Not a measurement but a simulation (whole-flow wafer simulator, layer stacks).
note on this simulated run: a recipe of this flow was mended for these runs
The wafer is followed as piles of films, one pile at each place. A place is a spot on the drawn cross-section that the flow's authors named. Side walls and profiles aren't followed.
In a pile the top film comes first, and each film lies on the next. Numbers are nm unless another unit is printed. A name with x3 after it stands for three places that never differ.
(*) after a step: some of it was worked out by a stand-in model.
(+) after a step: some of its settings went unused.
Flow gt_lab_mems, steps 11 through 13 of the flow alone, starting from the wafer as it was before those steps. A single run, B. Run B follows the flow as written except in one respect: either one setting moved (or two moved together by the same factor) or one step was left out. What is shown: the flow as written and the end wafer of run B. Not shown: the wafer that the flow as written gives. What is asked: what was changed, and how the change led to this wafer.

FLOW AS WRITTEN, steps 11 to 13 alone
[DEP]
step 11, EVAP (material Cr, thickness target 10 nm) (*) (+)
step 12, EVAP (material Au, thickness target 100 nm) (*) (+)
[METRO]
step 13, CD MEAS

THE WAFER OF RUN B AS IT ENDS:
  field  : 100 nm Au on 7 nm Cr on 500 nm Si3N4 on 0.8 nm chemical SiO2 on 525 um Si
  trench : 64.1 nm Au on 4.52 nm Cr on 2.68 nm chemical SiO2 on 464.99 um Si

The reason: step 11, EVAP: thickness target 7 nm was run, though the flow has thickness target 10 nm.
One can read it off the wafer: field has Cr 7, and step 11 as written asks for 10 nm.

Step by step, how the change led to this:
  step 11, EVAP (material Cr, thickness target 10 nm) (*) (+)
      field: Cr gains 7 (new film) (in the flow as written it would be: Cr gains 10 (new film))
      trench: Cr gains 4.52 (new film) (in the flow as written it would be: Cr gains 6.45 (new film))
